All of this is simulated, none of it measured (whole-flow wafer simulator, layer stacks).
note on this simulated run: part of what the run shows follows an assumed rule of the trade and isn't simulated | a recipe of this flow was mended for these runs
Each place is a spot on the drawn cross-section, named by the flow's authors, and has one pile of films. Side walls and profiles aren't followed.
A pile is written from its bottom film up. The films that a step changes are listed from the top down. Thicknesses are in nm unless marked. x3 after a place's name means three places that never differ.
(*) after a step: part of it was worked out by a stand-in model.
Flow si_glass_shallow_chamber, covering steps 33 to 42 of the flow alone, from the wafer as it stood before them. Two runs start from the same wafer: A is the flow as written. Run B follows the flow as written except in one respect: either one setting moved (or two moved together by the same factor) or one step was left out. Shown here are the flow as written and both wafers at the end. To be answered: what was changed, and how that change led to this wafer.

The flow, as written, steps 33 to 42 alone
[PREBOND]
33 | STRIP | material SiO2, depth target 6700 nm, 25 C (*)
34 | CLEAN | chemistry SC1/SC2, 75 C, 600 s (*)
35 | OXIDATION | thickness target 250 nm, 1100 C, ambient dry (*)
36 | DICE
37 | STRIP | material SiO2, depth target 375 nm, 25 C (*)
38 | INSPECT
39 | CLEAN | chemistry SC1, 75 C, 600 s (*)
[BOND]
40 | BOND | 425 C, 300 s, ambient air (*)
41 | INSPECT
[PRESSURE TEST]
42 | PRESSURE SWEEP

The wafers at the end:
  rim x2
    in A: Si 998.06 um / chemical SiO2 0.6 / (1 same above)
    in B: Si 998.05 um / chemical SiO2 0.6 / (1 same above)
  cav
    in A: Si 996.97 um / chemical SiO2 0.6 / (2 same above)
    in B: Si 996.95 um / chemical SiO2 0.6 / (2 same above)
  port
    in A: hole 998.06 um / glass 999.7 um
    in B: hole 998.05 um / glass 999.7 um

The reason: step 35, OXIDATION: 1135 C was run, whereas the flow has 1100 C.

How this came from the change, step by step:
  35 | OXIDATION | thickness target 250 nm, 1100 C, ambient dry (*)
      rim x2, cav, septum, ring: A +250 SiO2 (new film), -0.6 chemical SiO2 (all of it), -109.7 Si | B +292.3 SiO2 (new film), -0.6 chemical SiO2 (all of it), -128.3 Si
  37 | STRIP | material SiO2, depth target 375 nm, 25 C (*)
      rim x2, cav, septum, ring: A -250 SiO2 (all of it) | B -292.3 SiO2 (all of it)
